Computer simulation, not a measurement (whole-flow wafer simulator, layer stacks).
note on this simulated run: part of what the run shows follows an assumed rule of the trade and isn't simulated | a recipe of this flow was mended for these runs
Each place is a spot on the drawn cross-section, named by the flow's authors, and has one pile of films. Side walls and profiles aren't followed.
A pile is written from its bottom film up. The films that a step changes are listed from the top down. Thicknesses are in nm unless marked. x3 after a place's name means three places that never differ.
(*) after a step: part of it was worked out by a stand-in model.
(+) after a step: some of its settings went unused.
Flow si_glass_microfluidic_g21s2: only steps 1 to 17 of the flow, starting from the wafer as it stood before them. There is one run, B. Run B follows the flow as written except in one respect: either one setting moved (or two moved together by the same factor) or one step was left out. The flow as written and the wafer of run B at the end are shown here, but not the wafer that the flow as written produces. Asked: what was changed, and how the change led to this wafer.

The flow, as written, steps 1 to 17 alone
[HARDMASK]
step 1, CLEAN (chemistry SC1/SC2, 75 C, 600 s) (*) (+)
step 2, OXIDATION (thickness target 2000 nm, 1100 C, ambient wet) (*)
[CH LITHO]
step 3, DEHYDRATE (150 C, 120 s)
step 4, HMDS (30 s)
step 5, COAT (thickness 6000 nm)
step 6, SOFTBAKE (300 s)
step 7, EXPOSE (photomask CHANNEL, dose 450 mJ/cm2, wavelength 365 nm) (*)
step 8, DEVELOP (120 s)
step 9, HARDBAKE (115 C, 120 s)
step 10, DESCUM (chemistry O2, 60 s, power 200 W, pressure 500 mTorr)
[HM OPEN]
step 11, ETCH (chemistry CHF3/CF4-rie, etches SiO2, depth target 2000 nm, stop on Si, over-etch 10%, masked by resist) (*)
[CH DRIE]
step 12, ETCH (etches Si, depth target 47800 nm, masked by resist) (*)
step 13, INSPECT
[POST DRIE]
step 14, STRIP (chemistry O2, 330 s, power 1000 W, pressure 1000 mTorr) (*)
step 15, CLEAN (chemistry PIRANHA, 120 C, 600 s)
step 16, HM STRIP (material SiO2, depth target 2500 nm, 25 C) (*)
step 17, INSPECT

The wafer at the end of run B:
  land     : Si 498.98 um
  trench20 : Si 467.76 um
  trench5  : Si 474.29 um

Cause: step 2, OXIDATION: 1155 C was run, whereas the flow has 1100 C.

The path from the change to this, step by step:
  step 2, OXIDATION (thickness target 2000 nm, 1100 C, ambient wet) (*)
      land, trench20, trench5, trench200: +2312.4 SiO2 (new film), -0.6 chemical SiO2 (all of it), -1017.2 Si (in the flow as written it would be: +2000 SiO2 (new film), -0.6 chemical SiO2 (all of it), -879.7 Si)
  step 11, ETCH (chemistry CHF3/CF4-rie, etches SiO2, depth target 2000 nm, stop on Si, over-etch 10%, masked by resist) (*)
      trench20, trench5, trench200: -2200 SiO2 (in the flow as written it would be: -2000 SiO2 (all of it), -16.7 Si)
  step 12, ETCH (etches Si, depth target 47800 nm, masked by resist) (*)
      trench20: -112.4 SiO2 (all of it), -31.21 um Si (in the flow as written it would be: -48.07 um Si)
      trench5: -112.4 SiO2 (all of it), -24.69 um Si (in the flow as written it would be: -38.09 um Si)
      (also at 1 further place)
  step 16, HM STRIP (material SiO2, depth target 2500 nm, 25 C) (*)
      land: -2312.4 SiO2 (all of it) (in the flow as written it would be: -2000 SiO2 (all of it))
